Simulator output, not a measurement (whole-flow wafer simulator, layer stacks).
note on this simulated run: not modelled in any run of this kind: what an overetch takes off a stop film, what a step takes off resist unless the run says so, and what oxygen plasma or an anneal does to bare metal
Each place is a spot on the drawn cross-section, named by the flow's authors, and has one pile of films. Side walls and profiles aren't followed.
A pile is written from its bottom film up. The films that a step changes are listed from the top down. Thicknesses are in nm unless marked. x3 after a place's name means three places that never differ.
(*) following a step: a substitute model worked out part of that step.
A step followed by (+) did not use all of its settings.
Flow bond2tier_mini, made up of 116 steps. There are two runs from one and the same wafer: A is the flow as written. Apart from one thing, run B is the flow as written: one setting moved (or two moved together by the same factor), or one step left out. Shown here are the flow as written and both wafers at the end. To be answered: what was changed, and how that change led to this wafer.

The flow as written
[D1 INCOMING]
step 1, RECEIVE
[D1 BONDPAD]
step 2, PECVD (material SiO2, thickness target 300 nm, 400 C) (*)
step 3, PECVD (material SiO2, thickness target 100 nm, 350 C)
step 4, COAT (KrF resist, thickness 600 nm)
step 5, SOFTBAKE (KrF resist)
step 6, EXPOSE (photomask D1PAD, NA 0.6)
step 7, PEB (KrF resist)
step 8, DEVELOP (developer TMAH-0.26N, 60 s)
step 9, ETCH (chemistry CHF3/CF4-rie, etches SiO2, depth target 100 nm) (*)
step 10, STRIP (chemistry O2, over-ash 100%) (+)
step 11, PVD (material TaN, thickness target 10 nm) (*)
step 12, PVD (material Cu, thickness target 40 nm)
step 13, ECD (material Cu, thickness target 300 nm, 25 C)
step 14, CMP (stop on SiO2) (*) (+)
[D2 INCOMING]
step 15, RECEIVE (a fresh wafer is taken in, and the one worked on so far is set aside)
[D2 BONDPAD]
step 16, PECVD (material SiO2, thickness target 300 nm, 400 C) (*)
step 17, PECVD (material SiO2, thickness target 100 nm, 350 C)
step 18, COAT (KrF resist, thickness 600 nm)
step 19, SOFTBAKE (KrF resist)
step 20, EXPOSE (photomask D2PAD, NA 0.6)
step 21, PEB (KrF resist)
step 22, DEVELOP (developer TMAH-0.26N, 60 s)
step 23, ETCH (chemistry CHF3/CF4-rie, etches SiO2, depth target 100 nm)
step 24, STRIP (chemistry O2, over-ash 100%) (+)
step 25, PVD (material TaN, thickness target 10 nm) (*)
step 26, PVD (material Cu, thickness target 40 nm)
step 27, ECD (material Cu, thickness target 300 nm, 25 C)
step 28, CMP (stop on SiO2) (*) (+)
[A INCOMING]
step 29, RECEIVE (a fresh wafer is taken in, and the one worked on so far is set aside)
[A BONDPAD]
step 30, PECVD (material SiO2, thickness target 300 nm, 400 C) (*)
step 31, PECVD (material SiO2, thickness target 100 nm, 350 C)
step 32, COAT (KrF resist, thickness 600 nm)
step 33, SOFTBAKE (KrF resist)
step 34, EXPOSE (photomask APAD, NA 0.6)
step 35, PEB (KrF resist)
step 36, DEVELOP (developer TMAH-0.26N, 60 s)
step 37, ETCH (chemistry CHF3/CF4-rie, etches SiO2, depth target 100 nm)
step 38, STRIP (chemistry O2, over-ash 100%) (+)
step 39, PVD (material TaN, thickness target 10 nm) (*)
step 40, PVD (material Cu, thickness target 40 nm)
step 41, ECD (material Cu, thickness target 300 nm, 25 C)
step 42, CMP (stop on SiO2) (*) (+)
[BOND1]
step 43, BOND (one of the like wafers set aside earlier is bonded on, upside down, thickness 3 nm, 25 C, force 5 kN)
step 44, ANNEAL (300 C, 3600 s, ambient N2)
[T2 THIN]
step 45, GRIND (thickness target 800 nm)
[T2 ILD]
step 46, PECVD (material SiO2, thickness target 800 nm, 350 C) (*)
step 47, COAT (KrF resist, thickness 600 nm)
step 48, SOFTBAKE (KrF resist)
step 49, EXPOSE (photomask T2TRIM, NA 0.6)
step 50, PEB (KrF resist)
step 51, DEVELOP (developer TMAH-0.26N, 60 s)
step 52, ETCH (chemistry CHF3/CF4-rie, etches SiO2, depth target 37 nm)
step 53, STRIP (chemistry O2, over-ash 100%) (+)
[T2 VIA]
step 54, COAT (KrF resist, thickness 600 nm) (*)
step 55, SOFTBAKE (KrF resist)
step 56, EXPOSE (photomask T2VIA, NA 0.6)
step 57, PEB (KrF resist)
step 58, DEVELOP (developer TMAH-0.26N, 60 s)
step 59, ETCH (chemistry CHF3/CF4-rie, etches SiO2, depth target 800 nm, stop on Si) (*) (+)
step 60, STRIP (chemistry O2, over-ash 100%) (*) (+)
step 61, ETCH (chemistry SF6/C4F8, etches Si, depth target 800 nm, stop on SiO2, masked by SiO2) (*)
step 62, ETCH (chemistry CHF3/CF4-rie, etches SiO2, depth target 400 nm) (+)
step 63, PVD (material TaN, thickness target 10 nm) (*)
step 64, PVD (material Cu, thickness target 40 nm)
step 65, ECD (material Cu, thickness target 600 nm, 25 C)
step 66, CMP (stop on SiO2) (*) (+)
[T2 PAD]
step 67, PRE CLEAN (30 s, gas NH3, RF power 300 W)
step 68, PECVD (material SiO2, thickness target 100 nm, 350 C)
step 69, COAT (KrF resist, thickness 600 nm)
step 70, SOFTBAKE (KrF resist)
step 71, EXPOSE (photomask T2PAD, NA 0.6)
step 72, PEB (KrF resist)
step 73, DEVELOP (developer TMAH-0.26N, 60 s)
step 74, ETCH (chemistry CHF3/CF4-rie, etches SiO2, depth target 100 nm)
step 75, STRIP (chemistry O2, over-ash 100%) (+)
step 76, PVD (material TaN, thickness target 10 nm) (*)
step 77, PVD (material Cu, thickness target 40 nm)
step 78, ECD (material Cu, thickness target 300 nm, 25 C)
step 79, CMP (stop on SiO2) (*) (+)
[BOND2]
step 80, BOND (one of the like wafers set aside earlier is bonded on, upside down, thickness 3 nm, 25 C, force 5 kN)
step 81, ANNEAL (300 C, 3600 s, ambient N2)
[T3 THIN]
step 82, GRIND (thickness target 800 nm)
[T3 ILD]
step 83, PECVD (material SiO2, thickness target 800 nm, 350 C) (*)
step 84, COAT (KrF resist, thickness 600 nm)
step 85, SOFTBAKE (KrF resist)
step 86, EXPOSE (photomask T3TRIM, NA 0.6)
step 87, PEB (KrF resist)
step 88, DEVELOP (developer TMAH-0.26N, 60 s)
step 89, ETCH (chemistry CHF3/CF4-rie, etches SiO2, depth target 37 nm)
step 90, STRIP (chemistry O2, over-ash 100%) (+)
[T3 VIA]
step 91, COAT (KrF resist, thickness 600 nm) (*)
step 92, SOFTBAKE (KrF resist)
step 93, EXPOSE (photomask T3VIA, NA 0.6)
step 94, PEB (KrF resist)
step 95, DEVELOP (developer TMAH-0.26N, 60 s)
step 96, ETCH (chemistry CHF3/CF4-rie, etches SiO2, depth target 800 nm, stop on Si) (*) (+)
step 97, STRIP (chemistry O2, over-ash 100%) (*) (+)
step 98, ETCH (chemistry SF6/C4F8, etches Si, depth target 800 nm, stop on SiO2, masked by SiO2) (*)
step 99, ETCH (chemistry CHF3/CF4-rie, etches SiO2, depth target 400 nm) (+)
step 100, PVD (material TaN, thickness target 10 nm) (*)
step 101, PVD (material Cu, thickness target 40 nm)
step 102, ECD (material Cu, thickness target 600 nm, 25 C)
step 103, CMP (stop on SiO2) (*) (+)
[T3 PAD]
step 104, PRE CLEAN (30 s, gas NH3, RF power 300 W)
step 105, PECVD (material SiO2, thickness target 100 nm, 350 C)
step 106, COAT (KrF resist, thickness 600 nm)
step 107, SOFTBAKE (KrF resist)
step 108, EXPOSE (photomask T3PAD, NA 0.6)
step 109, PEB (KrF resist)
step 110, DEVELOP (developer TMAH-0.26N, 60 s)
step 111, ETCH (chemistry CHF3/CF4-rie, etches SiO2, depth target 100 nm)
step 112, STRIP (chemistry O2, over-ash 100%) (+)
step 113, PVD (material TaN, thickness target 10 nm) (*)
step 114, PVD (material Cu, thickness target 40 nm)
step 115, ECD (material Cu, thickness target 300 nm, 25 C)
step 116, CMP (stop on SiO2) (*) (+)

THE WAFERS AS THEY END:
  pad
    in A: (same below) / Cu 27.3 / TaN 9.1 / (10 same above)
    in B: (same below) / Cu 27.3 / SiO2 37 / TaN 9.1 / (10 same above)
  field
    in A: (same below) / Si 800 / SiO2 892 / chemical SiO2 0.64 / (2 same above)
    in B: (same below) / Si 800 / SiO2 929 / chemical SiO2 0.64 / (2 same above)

Cause: step 68, PECVD: thickness target 137 nm was run, whereas the flow has thickness target 100 nm.

The path from the change to this, step by step:
  step 68, PECVD (material SiO2, thickness target 100 nm, 350 C)
      field: A +100 SiO2 | B +137 SiO2
      pad: A +100 SiO2 (new film) | B +137 SiO2 (new film)
  step 74, ETCH (chemistry CHF3/CF4-rie, etches SiO2, depth target 100 nm)
      pad: A -100 SiO2 (all of it) | B -100 SiO2
If metal films that touch count as one body, pad has 4 bodies (between them, from the top down: SiO2 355 / Si 800 / chemical SiO2 0.64 / SiO2 300; SiO2 37; SiO2 355 / Si 800 / chemical SiO2 0.64 / SiO2 300); the flow as written gives 3 bodies (between them, from the top down: SiO2 355 / Si 800 / chemical SiO2 0.64 / SiO2 300; SiO2 355 / Si 800 / chemical SiO2 0.64 / SiO2 300).
